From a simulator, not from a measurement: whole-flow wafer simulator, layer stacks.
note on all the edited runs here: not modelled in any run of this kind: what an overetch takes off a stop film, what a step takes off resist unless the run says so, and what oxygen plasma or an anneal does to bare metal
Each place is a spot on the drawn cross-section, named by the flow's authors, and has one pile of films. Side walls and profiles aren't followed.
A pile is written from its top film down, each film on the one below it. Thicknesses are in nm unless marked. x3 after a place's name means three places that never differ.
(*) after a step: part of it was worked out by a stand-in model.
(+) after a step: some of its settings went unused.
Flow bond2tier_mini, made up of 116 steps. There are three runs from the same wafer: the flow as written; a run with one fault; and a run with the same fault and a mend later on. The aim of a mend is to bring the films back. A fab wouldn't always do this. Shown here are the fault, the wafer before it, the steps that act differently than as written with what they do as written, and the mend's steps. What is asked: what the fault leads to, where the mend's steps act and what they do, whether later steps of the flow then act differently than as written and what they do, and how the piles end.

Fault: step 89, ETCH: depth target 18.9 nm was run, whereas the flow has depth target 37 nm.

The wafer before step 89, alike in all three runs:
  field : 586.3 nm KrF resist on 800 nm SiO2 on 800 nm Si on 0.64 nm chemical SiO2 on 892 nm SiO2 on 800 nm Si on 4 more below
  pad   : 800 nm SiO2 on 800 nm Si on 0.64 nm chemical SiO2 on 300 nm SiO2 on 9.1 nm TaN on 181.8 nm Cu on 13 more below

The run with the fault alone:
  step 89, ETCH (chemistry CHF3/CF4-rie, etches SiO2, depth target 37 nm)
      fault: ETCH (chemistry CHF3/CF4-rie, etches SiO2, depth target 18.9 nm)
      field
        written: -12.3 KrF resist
        fault: -6.3 KrF resist
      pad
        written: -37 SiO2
        fault: -18.9 SiO2
  Steps later in the flow that act otherwise than as written (4 other steps are not shown; they differ only slightly, by no more than 2% or 0.5 nm, whichever is larger):
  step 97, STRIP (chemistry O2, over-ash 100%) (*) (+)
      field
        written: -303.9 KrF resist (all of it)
        fault: -311.6 KrF resist (all of it)
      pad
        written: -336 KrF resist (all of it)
        fault: -328 KrF resist (all of it)
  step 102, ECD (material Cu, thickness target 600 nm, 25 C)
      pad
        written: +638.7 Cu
        fault: +619.7 Cu
  The piles end different from the flow's at pad by more than 2% or 0.5 nm, whichever is larger.
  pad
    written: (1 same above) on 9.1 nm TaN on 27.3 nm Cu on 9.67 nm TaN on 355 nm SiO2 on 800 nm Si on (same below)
    fault: (1 same above) on 9.1 nm TaN on 9.06 nm Cu on 9.84 nm TaN on 373.1 nm SiO2 on 800 nm Si on (same below)

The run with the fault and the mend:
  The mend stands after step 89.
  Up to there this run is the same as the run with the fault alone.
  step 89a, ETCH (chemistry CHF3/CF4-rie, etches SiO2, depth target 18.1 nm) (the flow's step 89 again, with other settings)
      field
        -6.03 KrF resist
      pad
        -18.1 SiO2
  Every later step of the flow that is run acts as written at every place that is followed.
  By the end, the piles equal the flow's at every place that both follow.
